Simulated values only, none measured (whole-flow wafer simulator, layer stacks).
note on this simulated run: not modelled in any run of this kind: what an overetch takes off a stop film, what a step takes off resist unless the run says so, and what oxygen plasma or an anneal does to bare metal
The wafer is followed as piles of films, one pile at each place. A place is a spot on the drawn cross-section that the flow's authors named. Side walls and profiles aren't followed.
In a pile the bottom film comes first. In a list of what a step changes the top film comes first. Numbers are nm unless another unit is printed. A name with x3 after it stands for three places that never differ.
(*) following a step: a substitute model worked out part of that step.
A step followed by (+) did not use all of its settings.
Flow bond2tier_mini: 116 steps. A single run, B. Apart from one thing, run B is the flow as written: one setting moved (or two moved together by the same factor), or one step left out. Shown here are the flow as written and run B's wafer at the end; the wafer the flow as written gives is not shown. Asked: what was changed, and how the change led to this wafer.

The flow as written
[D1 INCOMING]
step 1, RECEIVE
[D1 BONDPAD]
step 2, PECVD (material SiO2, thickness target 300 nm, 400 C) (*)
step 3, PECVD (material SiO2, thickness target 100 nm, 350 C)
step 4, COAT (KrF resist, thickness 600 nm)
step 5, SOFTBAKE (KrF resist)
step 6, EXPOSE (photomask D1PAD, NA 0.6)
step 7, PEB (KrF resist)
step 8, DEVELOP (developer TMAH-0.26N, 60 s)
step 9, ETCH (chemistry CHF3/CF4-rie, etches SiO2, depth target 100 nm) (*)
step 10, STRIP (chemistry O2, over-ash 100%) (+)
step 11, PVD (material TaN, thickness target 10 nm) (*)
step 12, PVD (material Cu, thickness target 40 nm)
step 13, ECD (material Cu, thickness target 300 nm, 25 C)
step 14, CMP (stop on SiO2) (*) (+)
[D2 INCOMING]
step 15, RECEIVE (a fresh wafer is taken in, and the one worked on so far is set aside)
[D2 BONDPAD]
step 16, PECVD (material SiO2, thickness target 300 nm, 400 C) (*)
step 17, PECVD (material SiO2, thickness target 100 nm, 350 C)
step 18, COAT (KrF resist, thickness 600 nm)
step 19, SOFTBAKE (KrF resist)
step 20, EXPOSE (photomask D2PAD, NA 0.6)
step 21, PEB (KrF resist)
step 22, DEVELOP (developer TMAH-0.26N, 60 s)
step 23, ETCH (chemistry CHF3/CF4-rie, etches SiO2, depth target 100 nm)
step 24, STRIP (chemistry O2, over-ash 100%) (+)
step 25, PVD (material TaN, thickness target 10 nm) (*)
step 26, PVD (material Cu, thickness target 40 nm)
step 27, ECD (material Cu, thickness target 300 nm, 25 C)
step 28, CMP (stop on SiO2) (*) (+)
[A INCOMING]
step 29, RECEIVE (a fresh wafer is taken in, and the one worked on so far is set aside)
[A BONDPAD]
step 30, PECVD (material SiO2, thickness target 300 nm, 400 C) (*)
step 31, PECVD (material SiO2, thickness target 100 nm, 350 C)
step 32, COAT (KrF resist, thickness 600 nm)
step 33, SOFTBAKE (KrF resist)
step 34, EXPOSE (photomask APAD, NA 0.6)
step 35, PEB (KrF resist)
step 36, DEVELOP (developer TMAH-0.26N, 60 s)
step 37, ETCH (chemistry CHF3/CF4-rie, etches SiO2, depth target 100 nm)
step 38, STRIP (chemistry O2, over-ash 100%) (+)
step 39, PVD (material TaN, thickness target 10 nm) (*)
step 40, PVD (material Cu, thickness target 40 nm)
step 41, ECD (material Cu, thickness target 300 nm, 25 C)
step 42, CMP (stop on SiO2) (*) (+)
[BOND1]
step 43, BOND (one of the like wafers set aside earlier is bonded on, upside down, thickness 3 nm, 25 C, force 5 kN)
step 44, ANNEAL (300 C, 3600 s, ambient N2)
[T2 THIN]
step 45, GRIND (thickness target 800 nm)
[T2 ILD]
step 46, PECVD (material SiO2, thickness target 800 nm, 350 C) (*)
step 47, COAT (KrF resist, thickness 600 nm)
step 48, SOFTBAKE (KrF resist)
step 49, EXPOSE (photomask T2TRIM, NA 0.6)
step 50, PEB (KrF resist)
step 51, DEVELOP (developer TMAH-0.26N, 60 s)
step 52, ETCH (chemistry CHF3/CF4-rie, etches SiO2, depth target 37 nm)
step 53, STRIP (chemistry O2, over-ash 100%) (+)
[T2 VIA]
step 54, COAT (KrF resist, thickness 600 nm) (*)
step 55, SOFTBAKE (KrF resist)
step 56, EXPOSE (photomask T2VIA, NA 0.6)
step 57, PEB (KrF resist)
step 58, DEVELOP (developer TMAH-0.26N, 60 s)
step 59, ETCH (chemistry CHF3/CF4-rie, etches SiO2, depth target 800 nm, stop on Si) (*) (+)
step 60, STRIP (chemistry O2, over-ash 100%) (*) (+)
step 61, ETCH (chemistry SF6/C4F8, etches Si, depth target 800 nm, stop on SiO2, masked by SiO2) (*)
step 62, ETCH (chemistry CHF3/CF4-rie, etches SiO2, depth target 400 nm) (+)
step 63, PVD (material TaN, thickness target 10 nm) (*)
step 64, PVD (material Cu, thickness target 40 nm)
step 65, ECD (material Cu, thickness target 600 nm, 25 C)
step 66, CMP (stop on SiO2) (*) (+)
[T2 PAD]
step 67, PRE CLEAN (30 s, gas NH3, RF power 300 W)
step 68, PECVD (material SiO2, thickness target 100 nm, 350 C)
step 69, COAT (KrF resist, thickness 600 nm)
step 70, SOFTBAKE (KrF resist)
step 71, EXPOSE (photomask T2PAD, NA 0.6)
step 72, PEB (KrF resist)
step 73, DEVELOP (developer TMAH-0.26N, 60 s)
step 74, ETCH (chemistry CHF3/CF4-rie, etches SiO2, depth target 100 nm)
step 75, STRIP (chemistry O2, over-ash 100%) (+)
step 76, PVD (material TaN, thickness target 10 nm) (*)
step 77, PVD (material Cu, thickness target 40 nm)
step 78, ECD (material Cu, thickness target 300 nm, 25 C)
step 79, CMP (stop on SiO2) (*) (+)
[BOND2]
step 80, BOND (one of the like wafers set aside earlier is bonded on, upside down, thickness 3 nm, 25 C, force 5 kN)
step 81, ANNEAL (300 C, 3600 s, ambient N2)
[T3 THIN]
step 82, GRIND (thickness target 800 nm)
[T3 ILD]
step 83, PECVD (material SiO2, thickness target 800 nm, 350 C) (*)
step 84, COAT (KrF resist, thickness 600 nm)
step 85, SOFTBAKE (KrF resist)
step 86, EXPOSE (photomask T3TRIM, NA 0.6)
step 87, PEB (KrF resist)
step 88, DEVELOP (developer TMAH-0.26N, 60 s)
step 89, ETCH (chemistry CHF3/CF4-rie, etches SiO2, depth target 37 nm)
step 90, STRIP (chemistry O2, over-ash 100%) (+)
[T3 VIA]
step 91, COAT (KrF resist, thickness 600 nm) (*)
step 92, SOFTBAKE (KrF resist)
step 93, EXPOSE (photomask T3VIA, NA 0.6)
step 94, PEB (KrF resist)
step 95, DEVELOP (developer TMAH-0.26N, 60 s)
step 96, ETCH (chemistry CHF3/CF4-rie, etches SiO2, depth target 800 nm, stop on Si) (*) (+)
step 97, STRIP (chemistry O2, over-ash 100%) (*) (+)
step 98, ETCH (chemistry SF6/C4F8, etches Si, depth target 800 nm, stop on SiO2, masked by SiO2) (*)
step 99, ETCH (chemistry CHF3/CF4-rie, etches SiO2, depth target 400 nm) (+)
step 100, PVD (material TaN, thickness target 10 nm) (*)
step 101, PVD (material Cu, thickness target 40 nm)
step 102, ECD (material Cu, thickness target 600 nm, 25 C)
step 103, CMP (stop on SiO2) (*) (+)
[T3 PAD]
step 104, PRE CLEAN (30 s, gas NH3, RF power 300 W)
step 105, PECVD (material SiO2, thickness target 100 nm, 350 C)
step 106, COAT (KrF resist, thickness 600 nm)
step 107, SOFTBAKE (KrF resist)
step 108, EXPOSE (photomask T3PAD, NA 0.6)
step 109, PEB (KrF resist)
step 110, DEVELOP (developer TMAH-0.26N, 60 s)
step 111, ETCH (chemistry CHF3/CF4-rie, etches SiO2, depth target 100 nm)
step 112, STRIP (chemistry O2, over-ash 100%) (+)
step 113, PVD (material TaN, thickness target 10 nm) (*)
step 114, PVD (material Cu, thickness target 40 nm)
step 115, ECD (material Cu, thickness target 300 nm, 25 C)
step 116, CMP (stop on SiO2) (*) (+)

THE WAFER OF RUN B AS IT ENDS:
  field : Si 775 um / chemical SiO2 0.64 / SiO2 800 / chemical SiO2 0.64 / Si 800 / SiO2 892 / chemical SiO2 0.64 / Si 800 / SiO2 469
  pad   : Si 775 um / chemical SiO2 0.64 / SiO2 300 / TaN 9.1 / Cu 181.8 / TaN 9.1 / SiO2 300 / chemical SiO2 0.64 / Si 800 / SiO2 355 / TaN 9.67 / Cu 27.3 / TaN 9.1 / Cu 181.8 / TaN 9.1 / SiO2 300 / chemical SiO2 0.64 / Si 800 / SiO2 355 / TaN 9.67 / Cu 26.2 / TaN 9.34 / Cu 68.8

The reason: step 105, PECVD: thickness target 77 nm was run, while the flow as written has thickness target 100 nm.

The path from the change to this, step by step:
  step 105, PECVD (material SiO2, thickness target 100 nm, 350 C)
      field: SiO2 gains 77 (in the flow as written it would be: SiO2 gains 100)
      pad: SiO2 gains 77 (new film) (in the flow as written it would be: SiO2 gains 100 (new film))
  step 111, ETCH (chemistry CHF3/CF4-rie, etches SiO2, depth target 100 nm)
      pad: SiO2 loses 77 (all of it), Cu loses 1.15 (in the flow as written it would be: SiO2 loses 100 (all of it))
  step 114, PVD (material Cu, thickness target 40 nm)
      pad: Cu gains 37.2 (new film) (in the flow as written it would be: Cu gains 36.4 (new film))
  step 115, ECD (material Cu, thickness target 300 nm, 25 C)
      pad: Cu gains 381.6 (in the flow as written it would be: Cu gains 404.5)
